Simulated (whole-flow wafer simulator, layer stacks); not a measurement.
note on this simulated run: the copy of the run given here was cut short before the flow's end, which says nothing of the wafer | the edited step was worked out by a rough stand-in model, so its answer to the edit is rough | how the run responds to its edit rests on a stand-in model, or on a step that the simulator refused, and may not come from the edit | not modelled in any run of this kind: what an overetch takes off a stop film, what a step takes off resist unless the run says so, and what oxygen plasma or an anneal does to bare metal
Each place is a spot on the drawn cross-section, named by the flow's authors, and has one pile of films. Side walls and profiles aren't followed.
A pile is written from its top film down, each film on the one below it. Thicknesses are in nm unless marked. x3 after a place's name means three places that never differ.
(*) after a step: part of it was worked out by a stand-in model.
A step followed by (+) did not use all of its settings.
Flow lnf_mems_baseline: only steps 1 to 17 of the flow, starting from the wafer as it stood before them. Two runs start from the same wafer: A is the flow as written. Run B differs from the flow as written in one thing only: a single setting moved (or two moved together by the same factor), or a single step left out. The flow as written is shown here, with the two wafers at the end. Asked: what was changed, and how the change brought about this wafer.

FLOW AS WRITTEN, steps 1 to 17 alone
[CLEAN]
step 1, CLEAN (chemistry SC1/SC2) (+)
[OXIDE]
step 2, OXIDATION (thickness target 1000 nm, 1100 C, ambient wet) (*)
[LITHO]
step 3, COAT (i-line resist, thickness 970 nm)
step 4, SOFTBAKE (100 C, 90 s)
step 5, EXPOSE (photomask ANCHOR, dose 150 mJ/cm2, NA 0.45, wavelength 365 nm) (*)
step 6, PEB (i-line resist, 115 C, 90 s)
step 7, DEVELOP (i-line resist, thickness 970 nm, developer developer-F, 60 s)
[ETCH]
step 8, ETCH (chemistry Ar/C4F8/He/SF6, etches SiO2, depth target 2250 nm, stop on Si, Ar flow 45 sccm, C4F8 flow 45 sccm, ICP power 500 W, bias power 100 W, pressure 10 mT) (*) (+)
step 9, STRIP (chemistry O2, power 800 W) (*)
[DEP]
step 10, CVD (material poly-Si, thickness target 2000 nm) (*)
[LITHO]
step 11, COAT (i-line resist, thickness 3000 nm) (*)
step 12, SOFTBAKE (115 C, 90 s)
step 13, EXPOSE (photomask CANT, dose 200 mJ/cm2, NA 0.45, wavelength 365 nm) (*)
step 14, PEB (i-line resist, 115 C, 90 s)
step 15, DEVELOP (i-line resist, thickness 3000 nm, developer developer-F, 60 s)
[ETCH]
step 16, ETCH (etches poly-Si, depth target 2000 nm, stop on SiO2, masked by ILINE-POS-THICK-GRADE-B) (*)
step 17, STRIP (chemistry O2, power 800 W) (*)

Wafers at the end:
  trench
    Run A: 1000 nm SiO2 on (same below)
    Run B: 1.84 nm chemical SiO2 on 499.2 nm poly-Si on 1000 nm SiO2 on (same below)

Cause: step 16, ETCH: depth target 1500 nm was run, though the flow has depth target 2000 nm.

Step by step, how the change led to this:
  step 16, ETCH (etches poly-Si, depth target 2000 nm, stop on SiO2, masked by ILINE-POS-THICK-GRADE-B) (*)
      trench, char_slit: A -2000 poly-Si (all of it) | B -1500 poly-Si
      field, anchor, beam: A -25 i-line resist | B -18.8 i-line resist
  step 17, STRIP (chemistry O2, power 800 W) (*)
      trench, char_slit: A nothing | B +1.84 chemical SiO2 (new film), -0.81 poly-Si
